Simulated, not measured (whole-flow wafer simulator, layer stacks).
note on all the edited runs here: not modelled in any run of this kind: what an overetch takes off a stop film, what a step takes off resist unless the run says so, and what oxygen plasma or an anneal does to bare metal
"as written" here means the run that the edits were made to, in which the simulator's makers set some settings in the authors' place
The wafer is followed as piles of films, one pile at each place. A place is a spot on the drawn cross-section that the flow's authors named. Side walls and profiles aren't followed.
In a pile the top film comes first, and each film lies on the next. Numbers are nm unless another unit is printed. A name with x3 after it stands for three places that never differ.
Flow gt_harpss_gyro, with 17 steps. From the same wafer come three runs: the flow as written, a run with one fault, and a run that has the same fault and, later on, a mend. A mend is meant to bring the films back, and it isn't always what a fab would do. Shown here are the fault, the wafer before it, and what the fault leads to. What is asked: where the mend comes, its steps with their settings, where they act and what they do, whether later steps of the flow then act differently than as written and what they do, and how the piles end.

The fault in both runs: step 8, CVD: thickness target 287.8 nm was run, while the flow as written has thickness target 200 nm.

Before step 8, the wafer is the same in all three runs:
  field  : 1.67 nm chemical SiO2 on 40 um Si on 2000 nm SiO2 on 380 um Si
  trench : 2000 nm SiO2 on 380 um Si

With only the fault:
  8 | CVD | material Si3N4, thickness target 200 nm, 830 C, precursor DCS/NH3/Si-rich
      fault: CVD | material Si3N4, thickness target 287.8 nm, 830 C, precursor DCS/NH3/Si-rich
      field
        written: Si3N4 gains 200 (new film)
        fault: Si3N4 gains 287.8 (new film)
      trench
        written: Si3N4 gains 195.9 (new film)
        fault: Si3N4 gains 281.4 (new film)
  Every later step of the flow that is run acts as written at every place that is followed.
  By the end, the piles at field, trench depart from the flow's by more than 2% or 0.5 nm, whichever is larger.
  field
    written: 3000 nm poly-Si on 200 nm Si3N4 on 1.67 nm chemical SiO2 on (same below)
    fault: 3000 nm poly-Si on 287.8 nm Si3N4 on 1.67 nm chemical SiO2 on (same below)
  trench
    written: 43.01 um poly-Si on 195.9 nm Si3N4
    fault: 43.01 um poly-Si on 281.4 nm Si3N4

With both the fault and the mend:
  The mend follows step 8.
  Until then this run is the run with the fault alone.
  8a | ETCH | chemistry h3po4, depth target 87.22 nm
      field, trench
        Si3N4 loses 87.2
  Every later step of the flow that is run acts as written at every place that is followed.
  When the end is reached, the piles differ only a little from the flow's at the places that both follow, at most by 2% or 0.5 nm, whichever is larger.
